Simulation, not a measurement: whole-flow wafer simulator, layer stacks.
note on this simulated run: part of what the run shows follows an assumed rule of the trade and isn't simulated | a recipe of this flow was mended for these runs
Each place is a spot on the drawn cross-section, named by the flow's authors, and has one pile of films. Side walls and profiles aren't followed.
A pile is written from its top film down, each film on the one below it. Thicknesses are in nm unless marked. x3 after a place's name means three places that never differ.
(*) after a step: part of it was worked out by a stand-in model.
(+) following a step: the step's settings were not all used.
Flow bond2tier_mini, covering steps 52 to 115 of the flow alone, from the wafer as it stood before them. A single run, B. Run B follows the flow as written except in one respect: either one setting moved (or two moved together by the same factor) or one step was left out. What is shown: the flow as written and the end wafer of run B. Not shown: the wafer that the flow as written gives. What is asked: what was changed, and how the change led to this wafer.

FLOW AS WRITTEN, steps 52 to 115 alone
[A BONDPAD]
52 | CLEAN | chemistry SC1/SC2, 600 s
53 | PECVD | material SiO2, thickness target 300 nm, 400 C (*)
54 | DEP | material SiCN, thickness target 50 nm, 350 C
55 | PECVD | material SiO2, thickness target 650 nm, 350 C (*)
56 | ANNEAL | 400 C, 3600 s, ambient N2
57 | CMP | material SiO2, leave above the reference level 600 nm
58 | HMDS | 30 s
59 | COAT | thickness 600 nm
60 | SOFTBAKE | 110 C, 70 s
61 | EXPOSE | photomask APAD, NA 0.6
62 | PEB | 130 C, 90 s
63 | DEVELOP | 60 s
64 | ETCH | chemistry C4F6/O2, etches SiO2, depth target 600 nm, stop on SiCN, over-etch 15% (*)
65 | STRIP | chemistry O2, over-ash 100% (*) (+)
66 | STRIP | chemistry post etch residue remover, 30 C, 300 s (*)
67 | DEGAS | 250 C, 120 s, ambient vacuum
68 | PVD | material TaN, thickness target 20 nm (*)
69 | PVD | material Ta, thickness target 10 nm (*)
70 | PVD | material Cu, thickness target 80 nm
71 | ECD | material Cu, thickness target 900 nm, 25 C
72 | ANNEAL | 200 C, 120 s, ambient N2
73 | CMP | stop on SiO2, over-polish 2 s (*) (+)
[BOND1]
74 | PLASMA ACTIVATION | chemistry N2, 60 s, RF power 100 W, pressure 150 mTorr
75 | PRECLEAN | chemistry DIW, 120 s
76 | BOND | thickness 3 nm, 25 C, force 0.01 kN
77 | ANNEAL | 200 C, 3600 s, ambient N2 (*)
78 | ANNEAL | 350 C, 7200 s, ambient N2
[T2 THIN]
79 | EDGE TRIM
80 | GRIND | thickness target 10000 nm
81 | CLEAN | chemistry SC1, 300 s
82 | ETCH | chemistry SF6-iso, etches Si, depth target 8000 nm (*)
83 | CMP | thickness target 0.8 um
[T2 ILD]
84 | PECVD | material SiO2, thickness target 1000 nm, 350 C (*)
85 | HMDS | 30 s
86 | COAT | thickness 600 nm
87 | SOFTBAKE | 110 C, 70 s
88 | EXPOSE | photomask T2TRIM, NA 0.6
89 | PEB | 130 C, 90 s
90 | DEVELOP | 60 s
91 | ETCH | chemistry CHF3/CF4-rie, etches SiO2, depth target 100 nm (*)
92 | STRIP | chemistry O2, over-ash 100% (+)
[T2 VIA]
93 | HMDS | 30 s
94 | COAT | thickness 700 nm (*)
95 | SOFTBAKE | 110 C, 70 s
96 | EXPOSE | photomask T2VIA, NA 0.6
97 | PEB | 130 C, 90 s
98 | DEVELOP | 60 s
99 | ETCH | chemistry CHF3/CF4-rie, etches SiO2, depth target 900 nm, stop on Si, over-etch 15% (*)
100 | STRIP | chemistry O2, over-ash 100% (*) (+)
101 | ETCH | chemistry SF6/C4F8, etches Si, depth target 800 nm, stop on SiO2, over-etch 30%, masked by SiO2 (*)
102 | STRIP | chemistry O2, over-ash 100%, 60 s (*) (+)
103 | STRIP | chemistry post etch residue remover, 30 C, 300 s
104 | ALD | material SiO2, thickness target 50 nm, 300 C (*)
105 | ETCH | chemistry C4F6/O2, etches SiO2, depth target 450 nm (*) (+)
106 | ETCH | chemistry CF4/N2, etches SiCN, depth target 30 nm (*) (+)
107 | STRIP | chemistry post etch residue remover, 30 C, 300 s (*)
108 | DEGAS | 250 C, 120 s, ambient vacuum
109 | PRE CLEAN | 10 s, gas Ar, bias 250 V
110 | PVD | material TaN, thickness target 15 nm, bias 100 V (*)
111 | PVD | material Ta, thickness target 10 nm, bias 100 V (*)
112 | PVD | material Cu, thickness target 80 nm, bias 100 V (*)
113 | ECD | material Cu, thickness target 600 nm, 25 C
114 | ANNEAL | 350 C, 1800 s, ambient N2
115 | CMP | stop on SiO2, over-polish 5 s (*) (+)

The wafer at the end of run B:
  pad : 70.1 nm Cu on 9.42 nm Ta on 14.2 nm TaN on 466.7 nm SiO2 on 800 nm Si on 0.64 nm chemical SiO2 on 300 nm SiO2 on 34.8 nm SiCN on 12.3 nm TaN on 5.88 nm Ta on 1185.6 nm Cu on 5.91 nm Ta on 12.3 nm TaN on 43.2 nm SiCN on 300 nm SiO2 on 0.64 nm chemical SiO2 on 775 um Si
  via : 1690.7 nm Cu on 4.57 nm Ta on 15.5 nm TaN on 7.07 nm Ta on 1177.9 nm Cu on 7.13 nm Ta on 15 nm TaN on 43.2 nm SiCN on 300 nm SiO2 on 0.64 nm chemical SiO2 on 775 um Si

What caused this: step 64, ETCH: depth target 556.8 nm was run, while the flow as written has depth target 600 nm.

Step by step, how the change led to this:
  64 | ETCH | chemistry C4F6/O2, etches SiO2, depth target 600 nm, stop on SiCN, over-etch 15% (*)
      pad, via: SiO2 loses 600 (all of it), SiCN loses 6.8 (in the flow as written it would be: SiO2 loses 600 (all of it), SiCN loses 15.2)
      field: thick-KrF-resist loses 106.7 (in the flow as written it would be: thick-KrF-resist loses 115)
